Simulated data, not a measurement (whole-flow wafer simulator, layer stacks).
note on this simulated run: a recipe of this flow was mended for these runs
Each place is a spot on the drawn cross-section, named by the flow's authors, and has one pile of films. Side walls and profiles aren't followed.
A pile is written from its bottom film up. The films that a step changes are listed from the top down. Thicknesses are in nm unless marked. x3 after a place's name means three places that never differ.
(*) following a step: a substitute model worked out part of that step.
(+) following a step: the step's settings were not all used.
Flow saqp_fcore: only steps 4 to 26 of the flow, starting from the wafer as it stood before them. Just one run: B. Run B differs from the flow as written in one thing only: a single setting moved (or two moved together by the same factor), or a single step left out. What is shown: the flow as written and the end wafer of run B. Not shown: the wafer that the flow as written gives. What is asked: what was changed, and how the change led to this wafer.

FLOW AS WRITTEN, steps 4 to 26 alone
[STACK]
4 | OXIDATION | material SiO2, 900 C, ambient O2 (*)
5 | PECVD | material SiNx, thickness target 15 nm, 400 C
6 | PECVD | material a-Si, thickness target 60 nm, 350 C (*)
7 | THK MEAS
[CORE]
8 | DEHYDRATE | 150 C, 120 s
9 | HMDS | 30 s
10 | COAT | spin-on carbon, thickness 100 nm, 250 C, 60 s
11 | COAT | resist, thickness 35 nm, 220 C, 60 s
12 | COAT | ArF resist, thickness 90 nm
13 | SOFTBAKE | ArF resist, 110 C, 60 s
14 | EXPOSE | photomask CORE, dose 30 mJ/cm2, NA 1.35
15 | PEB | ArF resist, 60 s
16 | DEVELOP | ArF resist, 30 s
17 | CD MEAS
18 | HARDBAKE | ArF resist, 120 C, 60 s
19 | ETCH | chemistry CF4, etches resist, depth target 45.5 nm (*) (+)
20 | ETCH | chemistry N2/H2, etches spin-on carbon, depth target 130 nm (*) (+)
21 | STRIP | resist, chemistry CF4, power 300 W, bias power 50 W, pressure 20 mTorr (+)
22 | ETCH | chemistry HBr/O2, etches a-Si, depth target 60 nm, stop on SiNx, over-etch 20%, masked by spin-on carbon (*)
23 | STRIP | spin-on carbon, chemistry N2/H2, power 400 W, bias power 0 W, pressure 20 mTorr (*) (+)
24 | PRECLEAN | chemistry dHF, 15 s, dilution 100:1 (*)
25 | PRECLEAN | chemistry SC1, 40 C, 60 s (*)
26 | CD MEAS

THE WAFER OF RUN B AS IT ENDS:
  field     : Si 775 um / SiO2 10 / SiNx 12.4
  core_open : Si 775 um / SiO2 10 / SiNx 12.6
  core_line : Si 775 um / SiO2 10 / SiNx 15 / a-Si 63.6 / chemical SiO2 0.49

Cause: step 6, PECVD: thickness target 64.3 nm was run, though the flow has thickness target 60 nm.

The path from the change to this, step by step:
  6 | PECVD | material a-Si, thickness target 60 nm, 350 C (*)
      field, core_open, core_line: a-Si gains 64.3 (new film) (in the flow as written it would be: a-Si gains 60 (new film))
  22 | ETCH | chemistry HBr/O2, etches a-Si, depth target 60 nm, stop on SiNx, over-etch 20%, masked by spin-on carbon (*)
      field: a-Si loses 41.1 (all of it), SiNx loses 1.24 (in the flow as written it would be: a-Si loses 36.8 (all of it), SiNx loses 1.41)
      core_open: a-Si loses 43.7 (all of it), SiNx loses 1.13 (in the flow as written it would be: a-Si loses 39.4 (all of it), SiNx loses 1.3)
      (also at 1 further place)
